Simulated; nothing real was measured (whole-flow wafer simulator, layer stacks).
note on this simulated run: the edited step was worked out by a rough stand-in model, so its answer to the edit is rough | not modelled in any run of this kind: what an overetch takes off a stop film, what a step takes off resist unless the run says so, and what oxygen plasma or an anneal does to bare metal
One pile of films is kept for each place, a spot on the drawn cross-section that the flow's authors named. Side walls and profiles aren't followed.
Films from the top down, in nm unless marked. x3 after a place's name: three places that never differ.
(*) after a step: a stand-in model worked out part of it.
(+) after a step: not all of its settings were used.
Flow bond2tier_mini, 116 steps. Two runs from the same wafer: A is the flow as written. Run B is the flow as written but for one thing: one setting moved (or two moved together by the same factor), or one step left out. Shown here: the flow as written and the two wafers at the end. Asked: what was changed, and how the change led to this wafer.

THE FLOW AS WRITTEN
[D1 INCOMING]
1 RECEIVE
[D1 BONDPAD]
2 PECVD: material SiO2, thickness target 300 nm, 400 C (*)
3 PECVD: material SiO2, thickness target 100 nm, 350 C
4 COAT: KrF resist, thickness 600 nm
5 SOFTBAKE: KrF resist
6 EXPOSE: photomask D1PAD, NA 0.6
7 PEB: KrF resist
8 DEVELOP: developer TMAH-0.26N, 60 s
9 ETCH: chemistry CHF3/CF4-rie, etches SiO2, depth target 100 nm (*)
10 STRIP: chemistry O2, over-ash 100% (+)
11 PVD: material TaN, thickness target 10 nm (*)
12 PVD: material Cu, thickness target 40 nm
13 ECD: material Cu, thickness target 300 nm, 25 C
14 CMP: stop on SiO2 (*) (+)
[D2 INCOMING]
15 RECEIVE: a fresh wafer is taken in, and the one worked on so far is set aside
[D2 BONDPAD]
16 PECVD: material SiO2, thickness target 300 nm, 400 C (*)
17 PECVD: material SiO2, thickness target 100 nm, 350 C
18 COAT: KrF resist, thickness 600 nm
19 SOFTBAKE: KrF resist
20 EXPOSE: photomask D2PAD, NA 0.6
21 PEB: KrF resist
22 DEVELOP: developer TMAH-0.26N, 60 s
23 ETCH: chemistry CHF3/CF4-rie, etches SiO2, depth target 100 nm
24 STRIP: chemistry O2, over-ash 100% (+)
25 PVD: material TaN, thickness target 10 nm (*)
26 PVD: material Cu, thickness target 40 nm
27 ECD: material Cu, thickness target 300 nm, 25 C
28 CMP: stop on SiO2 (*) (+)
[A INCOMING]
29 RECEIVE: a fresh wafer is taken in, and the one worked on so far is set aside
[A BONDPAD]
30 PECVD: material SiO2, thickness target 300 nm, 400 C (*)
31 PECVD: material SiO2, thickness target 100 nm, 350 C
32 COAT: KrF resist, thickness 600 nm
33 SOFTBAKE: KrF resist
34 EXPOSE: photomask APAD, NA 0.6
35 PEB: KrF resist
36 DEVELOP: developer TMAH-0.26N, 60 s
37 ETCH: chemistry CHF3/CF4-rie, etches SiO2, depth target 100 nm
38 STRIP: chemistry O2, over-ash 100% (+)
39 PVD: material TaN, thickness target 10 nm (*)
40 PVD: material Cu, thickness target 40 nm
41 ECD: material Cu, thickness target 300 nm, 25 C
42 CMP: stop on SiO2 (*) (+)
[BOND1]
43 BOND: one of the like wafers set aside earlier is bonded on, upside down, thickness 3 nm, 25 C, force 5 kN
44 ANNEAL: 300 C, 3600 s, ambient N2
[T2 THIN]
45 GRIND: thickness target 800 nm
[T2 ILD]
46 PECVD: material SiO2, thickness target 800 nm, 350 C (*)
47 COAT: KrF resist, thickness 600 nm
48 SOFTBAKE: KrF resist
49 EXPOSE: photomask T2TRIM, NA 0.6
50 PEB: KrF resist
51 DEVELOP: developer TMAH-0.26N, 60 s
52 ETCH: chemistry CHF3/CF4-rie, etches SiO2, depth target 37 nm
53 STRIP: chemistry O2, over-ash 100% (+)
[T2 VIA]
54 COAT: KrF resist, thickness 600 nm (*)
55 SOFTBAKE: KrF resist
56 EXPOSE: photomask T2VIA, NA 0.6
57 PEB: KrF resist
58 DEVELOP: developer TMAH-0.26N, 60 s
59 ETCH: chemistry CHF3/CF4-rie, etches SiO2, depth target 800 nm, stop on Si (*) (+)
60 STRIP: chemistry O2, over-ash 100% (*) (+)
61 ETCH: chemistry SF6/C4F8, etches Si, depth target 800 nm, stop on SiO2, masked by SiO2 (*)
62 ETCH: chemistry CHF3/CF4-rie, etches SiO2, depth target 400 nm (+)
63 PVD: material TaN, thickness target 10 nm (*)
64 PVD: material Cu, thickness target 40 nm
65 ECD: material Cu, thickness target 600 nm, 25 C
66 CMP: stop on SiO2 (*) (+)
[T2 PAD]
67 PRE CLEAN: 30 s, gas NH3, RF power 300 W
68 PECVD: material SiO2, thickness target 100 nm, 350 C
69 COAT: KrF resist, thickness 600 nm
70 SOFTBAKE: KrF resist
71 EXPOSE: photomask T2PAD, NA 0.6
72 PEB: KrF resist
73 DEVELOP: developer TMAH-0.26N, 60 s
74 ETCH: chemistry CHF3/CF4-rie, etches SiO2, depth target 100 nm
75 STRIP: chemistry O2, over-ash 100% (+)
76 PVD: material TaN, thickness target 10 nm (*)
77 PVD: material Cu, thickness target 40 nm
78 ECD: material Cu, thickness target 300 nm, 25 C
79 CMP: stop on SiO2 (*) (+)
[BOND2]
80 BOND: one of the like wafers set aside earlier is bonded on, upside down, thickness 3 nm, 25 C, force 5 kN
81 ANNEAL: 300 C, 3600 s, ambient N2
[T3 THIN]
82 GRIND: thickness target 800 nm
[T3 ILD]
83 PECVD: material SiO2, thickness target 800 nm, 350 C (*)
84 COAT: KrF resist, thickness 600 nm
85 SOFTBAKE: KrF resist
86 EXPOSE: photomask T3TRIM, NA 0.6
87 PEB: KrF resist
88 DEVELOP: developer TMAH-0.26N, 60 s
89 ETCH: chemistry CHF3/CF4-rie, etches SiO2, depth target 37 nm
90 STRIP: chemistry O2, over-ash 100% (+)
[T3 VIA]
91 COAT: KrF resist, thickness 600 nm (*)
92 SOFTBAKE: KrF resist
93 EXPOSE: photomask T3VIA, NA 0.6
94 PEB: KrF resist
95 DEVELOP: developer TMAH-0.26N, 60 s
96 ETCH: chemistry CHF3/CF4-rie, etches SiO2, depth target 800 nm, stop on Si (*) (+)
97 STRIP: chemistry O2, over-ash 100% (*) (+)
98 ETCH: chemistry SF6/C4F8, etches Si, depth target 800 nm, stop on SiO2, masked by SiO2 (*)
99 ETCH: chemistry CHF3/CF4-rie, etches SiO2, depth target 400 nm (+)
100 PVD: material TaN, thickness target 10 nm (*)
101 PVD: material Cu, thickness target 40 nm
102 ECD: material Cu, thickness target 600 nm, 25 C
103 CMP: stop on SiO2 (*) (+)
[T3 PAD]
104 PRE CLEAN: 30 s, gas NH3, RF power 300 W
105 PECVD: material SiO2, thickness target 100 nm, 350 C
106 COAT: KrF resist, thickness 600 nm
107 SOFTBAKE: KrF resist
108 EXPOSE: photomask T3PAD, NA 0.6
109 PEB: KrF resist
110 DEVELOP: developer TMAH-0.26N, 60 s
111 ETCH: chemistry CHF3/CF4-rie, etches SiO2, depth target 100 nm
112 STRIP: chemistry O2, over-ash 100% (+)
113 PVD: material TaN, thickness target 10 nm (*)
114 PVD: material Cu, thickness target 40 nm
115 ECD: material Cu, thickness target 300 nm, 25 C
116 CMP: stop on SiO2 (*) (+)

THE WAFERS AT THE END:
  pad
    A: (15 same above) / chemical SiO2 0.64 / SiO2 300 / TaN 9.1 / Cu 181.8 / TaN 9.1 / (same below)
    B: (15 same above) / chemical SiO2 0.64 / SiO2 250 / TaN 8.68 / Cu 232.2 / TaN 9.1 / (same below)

The cause: step 9, ETCH: depth target 150 nm was run, where the flow has depth target 100 nm.

How the change led to this, step by step:
  9 ETCH: chemistry CHF3/CF4-rie, etches SiO2, depth target 100 nm (*)
      pad, via: A SiO2 -100 | B SiO2 -150
      field: A KrF resist -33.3 | B KrF resist -50
  10 STRIP: chemistry O2, over-ash 100% (+)
      field: A KrF resist -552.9 (all of it) | B KrF resist -536.3 (all of it)
  12 PVD: material Cu, thickness target 40 nm
      pad: A Cu +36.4 (new film) | B Cu +34.8 (new film)
  13 ECD: material Cu, thickness target 300 nm, 25 C
      pad: A Cu +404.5 | B Cu +456.6
      via: A Cu +400.2 | B Cu +450.5
  43 BOND: one of the like wafers set aside earlier is bonded on, upside down, thickness 3 nm, 25 C, force 5 kN
      pad: A Si +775 um (new film), chemical SiO2 +0.64 (new film), SiO2 +300 (new film), TaN +9.1 (new film), Cu +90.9 | B Si +775 um (new film), chemical SiO2 +0.64 (new film), SiO2 +250 (new film), TaN +8.68 (new film), Cu +141.3
      via: A Si +775 um (new film), chemical SiO2 +0.64 (new film), SiO2 +300 (new film), TaN +9.97 (new film), Cu +90 | B Si +775 um (new film), chemical SiO2 +0.64 (new film), SiO2 +250 (new film), TaN +9.91 (new film), Cu +140.1
